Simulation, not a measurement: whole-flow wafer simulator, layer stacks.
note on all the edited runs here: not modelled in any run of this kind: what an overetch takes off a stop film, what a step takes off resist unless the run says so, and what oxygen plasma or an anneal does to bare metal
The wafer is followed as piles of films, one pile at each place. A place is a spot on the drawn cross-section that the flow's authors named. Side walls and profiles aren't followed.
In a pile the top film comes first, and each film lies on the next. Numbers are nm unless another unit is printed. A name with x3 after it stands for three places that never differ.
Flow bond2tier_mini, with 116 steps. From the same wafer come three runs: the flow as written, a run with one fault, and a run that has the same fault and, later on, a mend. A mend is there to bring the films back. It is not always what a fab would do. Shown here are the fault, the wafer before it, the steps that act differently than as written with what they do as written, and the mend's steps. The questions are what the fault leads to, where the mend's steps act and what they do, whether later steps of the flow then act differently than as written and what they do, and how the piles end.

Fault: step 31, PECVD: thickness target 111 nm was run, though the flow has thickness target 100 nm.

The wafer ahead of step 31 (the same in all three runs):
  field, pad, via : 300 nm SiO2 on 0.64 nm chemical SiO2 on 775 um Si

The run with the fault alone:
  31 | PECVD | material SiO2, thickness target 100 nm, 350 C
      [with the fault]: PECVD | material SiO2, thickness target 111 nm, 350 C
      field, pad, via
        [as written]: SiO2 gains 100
        [with the fault]: SiO2 gains 111
  None of the later steps of the flow acts differently than as written at any place that is followed.
  By the end, the piles at pad depart from the flow's by more than 2% or 0.5 nm, whichever is larger.
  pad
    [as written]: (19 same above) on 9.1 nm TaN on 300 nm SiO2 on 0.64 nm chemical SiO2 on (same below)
    [with the fault]: (19 same above) on 9.1 nm TaN on 311 nm SiO2 on 0.64 nm chemical SiO2 on (same below)

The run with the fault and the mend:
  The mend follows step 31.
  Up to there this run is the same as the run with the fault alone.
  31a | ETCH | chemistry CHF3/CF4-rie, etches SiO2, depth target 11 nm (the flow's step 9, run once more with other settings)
      field, pad, via
        SiO2 loses 11
  None of the later steps of the flow acts differently than as written at any place that is followed.
  At every place that both follow, the piles at the end match the flow's.
